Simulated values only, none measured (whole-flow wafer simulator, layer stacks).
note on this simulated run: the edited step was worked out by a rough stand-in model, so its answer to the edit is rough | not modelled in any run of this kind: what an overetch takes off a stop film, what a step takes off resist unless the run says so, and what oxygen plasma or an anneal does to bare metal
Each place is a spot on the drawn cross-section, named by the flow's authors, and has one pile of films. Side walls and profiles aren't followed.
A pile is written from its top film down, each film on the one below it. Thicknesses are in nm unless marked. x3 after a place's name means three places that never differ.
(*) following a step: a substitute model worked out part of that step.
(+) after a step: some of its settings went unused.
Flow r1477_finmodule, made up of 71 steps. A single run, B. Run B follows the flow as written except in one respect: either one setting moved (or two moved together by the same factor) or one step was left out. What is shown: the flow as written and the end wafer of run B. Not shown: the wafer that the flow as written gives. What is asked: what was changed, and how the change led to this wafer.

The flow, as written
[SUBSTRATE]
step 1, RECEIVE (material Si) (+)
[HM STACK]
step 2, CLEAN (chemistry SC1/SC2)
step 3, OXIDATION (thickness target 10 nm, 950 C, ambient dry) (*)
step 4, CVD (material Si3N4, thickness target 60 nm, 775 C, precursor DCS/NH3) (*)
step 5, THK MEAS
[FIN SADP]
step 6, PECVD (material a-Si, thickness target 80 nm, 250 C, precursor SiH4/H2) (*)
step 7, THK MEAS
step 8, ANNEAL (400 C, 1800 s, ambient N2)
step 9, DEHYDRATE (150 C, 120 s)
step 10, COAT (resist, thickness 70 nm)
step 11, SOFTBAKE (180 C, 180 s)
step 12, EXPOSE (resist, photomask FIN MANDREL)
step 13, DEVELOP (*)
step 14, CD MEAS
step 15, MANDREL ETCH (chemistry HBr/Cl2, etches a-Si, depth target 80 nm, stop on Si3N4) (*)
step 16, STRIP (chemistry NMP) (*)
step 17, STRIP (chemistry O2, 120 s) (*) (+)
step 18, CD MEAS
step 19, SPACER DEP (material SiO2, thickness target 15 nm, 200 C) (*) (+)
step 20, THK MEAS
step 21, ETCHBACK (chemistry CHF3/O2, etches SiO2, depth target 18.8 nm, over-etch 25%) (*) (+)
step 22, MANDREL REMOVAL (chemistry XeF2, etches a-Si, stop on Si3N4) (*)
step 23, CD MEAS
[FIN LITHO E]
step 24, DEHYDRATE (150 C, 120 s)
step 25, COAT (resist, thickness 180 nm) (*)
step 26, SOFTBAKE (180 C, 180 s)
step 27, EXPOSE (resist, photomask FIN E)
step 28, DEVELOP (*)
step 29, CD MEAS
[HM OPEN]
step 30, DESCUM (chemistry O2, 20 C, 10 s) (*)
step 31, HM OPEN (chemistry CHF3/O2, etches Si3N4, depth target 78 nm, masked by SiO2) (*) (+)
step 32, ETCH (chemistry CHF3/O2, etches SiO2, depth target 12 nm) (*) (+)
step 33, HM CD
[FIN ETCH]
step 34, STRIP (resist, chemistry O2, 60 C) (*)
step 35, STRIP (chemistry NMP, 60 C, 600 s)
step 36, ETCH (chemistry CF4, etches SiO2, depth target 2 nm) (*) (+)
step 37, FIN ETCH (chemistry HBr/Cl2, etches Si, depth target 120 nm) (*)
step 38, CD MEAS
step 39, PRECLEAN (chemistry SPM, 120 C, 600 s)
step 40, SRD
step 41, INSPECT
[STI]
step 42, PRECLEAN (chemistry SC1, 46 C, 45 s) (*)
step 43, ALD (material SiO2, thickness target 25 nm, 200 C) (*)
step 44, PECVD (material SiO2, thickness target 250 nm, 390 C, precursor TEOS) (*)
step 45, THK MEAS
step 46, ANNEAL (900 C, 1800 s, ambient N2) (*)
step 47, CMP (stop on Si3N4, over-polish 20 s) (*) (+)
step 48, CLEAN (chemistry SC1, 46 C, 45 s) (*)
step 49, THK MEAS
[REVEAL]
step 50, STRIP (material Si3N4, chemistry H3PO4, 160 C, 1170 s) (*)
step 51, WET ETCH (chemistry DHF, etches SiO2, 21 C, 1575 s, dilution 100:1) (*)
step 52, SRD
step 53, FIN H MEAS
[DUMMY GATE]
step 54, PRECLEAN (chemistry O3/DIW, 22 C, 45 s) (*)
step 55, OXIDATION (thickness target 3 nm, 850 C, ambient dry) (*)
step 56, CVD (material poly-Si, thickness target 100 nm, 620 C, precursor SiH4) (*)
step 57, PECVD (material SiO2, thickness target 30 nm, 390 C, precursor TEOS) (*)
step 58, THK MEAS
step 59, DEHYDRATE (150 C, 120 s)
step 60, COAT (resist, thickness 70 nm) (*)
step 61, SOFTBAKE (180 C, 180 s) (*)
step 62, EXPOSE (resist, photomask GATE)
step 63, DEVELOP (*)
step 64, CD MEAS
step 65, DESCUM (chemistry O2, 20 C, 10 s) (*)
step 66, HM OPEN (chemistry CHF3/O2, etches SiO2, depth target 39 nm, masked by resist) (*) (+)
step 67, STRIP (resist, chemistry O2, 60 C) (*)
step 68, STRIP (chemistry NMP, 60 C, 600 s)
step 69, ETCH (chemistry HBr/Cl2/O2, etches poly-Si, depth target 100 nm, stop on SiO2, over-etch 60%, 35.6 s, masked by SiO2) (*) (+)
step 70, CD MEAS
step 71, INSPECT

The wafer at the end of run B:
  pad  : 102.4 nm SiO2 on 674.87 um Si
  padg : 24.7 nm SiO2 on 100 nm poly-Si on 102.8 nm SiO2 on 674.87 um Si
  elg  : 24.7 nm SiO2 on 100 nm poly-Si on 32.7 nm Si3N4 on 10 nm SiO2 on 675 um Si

Cause: step 36, ETCH: depth target 1.2 nm was run, whereas the flow has depth target 2 nm.

How this came from the change, step by step:
  step 36, ETCH (chemistry CF4, etches SiO2, depth target 2 nm) (*) (+)
      elg, e40lg, e100lg, e200lg, elo, e40lo, e100lo, e200lo: -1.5 Si3N4 (as written it would have been: -2.5 Si3N4)
      s40sg_line, s45sg_line, s50sg_line, s40so_line, s45so_line, s50so_line: -1.2 SiO2 (as written it would have been: -2 SiO2)
  step 51, WET ETCH (chemistry DHF, etches SiO2, 21 C, 1575 s, dilution 100:1) (*)
      elg, e40lg, e100lg, e200lg, elo, e40lo, e100lo, e200lo: -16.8 SiO2 (all of it), -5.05 Si3N4 (as written it would have been: -17.8 SiO2 (all of it), -4.97 Si3N4)
